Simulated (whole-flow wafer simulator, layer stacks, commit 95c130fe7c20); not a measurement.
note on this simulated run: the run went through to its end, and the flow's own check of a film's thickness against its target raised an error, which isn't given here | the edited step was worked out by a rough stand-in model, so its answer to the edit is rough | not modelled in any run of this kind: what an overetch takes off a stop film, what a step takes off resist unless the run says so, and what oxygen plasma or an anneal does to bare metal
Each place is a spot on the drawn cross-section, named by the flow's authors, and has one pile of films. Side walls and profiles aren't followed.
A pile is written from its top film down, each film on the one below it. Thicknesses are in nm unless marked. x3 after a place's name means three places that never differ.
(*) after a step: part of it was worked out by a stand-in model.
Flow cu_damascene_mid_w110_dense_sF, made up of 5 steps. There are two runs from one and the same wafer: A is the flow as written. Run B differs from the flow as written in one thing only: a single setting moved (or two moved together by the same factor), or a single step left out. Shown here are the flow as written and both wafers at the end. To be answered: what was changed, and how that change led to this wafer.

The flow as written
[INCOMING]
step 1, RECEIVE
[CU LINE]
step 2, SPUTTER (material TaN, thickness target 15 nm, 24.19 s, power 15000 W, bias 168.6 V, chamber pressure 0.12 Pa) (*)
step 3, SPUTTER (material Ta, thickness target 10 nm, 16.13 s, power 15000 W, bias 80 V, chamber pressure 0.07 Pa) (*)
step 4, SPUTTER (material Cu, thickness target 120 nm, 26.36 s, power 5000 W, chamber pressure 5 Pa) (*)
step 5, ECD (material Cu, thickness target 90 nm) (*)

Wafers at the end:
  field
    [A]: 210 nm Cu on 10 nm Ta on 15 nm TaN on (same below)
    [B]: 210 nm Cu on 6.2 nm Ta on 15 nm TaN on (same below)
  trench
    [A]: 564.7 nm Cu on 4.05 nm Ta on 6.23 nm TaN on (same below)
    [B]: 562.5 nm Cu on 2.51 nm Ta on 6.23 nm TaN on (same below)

The reason: step 3, SPUTTER: thickness target 6.2 nm was run, whereas the flow has thickness target 10 nm; step 3, SPUTTER: 10.08 s was run, where the flow has 16.13 s.
One can read it off the wafer: field has Ta 6.2, and step 3 as written asks for 10 nm.

Step by step, how the change led to this:
  step 3, SPUTTER (material Ta, thickness target 10 nm, 16.13 s, power 15000 W, bias 80 V, chamber pressure 0.07 Pa) (*)
      field: A Ta gains 10 (new film) | B Ta gains 6.2 (new film)
      trench: A Ta gains 4.05 (new film) | B Ta gains 2.51 (new film)
